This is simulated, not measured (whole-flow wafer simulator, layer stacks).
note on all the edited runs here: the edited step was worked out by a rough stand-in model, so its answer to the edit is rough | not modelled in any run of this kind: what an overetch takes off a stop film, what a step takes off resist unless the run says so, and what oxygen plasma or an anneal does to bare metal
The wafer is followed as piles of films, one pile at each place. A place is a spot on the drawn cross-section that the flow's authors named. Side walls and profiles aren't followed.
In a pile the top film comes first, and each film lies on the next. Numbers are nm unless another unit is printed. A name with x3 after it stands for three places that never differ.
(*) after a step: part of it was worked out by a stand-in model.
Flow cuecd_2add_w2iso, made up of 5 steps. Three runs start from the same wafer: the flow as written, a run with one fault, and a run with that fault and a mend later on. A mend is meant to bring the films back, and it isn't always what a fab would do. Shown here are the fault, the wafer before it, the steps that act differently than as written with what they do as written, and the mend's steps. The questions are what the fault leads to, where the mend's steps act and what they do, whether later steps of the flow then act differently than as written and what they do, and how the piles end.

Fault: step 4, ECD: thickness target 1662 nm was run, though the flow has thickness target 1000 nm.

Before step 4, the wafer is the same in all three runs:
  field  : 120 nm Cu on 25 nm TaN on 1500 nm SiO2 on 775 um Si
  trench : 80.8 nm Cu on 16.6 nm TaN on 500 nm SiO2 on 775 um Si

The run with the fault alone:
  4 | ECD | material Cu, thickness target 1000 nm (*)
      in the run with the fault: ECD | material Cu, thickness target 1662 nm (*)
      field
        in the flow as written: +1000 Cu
        in the run with the fault: +1662 Cu
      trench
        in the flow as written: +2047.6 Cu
        in the run with the fault: +2709.6 Cu
  None of the later steps of the flow acts differently than as written at any place that is followed.
  The piles end different from the flow's at field, trench by more than 2% or 0.5 nm, whichever is larger.
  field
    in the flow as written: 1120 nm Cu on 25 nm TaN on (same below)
    in the run with the fault: 1782 nm Cu on 25 nm TaN on (same below)
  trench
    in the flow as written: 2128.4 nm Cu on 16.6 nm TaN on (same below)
    in the run with the fault: 2790.4 nm Cu on 16.6 nm TaN on (same below)

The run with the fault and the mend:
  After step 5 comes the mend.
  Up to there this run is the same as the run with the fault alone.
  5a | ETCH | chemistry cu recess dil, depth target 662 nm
      field, trench
        -662 Cu
  None of the later steps of the flow acts differently than as written at any place that is followed.
  At every place that both follow, the piles at the end match the flow's.
